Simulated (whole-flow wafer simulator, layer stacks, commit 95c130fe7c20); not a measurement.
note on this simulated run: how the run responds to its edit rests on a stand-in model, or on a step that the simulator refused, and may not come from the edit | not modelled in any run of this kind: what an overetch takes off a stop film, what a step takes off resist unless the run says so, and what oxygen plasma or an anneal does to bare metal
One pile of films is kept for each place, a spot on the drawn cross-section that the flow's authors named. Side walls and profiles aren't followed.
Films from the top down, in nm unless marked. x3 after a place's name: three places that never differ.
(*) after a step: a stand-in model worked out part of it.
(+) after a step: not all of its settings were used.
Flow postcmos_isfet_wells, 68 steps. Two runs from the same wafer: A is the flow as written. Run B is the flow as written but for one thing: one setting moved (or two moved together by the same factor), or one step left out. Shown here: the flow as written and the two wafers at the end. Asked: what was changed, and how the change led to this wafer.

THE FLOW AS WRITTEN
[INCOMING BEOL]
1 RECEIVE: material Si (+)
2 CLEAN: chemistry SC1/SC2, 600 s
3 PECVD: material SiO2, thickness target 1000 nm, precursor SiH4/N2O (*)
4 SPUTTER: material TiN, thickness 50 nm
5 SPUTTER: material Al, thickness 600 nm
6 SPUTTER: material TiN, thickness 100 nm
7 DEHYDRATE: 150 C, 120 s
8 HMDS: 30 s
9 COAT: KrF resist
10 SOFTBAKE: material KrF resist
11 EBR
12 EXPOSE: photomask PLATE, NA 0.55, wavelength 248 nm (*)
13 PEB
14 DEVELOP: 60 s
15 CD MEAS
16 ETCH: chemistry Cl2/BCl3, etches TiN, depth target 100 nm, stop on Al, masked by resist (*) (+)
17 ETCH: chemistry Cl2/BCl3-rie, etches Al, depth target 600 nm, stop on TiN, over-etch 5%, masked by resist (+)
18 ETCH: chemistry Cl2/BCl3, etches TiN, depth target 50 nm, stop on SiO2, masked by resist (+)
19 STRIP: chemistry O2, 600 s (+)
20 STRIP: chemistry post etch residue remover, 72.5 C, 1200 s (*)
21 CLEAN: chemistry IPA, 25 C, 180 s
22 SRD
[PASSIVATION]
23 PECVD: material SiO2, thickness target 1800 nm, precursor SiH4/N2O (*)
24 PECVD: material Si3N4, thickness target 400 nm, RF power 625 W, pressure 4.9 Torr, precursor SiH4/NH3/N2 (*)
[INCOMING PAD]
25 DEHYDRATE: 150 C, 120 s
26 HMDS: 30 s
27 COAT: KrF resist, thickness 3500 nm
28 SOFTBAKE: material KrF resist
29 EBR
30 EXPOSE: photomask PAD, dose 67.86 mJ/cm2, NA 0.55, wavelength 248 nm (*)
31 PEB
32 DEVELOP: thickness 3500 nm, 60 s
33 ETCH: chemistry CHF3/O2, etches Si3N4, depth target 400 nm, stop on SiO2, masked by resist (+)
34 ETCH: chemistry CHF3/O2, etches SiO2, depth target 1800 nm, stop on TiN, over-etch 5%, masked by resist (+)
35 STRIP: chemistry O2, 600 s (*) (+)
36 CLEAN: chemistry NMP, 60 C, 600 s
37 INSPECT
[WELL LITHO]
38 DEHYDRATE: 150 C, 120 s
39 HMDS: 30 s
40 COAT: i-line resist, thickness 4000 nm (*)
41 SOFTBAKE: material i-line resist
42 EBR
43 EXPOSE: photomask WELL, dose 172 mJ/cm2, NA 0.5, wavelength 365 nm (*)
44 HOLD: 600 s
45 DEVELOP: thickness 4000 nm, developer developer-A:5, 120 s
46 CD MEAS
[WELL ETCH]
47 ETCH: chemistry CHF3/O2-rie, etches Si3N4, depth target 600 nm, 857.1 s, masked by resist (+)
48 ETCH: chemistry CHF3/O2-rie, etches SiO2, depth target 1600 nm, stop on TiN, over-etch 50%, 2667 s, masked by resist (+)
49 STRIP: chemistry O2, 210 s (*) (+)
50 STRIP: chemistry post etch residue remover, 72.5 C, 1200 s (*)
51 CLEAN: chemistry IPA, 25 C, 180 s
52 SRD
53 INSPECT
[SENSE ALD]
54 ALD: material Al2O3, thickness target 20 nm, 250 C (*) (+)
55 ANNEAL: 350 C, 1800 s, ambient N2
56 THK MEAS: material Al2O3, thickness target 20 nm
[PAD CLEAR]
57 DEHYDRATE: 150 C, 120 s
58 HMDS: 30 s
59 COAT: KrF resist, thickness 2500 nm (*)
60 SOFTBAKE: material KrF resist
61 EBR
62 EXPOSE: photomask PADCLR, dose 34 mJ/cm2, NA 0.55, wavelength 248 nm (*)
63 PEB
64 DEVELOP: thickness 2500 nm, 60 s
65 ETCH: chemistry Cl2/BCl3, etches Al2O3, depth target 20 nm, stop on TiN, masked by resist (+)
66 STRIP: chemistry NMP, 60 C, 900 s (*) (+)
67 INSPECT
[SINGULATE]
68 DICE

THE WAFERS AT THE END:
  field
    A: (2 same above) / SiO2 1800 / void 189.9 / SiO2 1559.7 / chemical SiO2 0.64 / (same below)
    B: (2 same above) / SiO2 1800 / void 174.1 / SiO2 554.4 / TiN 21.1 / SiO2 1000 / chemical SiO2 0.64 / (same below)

The cause: step 18, ETCH: depth target 28.5 nm was run, where the flow has depth target 50 nm.

How the change led to this, step by step:
  18 ETCH: chemistry Cl2/BCl3, etches TiN, depth target 50 nm, stop on SiO2, masked by resist (+)
      field: A TiN -50 (all of it) | B TiN -28.5
      margin, well900, well1300 x3, pad_rim, pad_clr, pad_open: A KrF resist -20 | B KrF resist -11.4
  23 PECVD: material SiO2, thickness target 1800 nm, precursor SiH4/N2O (*)
      field: A SiO2 +1800 (new film), void +189.9 (new film), SiO2 +559.7 | B SiO2 +1800 (new film), void +174.1 (new film), SiO2 +554.4 (new film)
Counting metal films that touch as one body, field has 1 body; the flow as written gives 0 bodies.
